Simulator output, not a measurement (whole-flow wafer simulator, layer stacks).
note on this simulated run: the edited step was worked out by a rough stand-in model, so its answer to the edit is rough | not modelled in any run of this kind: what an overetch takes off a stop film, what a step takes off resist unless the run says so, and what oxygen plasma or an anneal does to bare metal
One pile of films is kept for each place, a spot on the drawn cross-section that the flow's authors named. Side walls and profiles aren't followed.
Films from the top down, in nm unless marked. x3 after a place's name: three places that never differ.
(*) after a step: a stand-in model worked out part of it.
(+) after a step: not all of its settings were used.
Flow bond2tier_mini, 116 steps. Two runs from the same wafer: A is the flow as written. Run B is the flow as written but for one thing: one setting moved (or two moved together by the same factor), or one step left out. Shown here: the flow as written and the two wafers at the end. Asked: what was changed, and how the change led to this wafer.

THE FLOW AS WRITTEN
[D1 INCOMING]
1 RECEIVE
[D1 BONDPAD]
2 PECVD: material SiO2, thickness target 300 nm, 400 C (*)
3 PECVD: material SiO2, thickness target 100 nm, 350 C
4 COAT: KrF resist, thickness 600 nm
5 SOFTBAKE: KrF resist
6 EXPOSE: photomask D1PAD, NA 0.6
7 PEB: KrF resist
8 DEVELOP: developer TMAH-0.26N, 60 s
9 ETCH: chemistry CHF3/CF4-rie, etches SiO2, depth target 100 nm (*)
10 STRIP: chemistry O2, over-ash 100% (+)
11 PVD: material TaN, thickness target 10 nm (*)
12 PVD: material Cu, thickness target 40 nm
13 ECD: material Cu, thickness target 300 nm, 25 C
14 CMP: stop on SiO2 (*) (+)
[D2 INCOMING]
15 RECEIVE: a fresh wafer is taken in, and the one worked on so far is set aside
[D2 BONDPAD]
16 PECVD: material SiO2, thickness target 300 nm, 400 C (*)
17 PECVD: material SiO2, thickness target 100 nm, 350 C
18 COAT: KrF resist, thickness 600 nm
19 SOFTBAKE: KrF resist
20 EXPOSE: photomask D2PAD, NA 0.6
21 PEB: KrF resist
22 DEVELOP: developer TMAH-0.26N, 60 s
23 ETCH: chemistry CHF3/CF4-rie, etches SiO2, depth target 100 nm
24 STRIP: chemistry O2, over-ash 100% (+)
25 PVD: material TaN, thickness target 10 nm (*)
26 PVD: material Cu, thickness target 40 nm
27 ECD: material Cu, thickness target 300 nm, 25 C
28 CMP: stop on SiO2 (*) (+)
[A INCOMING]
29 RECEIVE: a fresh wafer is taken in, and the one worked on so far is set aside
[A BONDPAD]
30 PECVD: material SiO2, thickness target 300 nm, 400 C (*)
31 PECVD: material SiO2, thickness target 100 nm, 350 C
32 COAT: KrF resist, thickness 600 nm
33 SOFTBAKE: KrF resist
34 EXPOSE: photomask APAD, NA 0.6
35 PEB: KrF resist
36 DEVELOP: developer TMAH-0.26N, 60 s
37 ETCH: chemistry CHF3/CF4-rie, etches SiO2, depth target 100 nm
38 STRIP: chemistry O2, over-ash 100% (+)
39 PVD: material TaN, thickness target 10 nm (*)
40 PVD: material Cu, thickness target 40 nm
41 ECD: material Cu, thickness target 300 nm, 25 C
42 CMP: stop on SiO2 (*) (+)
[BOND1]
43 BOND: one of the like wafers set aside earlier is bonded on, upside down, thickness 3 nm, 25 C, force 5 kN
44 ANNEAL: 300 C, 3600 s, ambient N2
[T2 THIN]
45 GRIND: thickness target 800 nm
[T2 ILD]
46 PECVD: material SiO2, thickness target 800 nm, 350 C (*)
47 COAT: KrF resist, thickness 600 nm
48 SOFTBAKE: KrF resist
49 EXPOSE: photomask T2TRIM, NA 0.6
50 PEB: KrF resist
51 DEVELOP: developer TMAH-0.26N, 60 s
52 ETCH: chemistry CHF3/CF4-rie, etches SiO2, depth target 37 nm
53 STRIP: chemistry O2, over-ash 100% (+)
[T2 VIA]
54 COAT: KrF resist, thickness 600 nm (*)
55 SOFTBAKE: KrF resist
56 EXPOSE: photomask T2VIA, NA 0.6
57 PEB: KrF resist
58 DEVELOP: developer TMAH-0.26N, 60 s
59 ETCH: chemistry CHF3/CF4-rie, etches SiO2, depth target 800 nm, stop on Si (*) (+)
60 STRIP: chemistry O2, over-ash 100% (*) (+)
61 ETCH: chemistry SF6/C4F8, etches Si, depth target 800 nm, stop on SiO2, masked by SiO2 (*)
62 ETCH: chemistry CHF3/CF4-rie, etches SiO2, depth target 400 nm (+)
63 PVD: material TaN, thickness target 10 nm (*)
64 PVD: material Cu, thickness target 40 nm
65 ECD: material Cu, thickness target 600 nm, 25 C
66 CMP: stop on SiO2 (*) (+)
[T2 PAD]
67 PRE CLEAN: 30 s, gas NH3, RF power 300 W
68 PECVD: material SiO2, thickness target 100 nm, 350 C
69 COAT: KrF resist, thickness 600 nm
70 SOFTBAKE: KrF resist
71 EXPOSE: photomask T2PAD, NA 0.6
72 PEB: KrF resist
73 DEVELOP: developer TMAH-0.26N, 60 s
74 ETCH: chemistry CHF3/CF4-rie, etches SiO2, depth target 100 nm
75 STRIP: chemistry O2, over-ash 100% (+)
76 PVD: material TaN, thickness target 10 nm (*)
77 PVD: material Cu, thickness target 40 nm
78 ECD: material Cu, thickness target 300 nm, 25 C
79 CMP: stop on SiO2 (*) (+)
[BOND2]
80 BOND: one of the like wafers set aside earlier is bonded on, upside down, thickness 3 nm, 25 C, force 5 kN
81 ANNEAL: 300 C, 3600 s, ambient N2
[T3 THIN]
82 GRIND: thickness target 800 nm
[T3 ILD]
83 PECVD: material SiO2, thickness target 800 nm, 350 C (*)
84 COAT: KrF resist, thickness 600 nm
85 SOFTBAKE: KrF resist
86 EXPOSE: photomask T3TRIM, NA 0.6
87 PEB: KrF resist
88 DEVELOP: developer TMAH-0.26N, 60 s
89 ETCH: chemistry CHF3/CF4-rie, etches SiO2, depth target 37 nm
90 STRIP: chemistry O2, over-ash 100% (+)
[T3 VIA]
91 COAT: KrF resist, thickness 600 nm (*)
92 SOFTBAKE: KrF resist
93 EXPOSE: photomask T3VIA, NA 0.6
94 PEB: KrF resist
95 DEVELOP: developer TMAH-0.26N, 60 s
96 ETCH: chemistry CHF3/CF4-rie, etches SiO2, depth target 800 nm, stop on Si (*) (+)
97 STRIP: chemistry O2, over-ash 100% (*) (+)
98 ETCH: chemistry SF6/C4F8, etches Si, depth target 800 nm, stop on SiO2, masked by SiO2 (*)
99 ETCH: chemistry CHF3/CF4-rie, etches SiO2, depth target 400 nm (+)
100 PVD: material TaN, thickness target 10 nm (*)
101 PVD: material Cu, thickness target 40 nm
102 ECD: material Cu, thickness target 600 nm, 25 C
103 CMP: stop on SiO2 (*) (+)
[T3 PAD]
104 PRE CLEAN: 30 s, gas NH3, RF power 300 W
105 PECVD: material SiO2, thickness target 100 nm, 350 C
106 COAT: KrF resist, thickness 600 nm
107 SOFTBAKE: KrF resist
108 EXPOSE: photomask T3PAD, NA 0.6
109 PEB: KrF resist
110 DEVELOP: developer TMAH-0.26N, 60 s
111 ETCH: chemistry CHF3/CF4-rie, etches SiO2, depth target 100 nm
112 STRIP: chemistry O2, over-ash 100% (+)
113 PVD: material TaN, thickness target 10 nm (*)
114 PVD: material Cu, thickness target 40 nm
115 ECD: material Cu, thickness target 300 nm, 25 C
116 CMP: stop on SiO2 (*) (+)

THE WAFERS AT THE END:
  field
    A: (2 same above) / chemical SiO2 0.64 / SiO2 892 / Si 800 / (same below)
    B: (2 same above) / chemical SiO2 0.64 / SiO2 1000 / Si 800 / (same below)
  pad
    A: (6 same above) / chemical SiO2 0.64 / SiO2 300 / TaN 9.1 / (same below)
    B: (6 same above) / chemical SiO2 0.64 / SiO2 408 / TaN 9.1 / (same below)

The cause: step 16, PECVD: thickness target 408 nm was run, where the flow has thickness target 300 nm.
It can be read off the wafer: pad has SiO2 408, and step 16 as written asks for 300 nm.

How the change led to this, step by step:
  16 PECVD: material SiO2, thickness target 300 nm, 400 C (*)
      field, pad, via: A SiO2 +300 (new film) | B SiO2 +408 (new film)
  80 BOND: one of the like wafers set aside earlier is bonded on, upside down, thickness 3 nm, 25 C, force 5 kN
      field: A Si +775 um (new film), chemical SiO2 +0.64 (new film), SiO2 +400 | B Si +775 um (new film), chemical SiO2 +0.64 (new film), SiO2 +508
      pad: A Si +775 um (new film), chemical SiO2 +0.64 (new film), SiO2 +300 (new film), TaN +9.1 (new film), Cu +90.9 | B Si +775 um (new film), chemical SiO2 +0.64 (new film), SiO2 +408 (new film), TaN +9.1 (new film), Cu +90.9
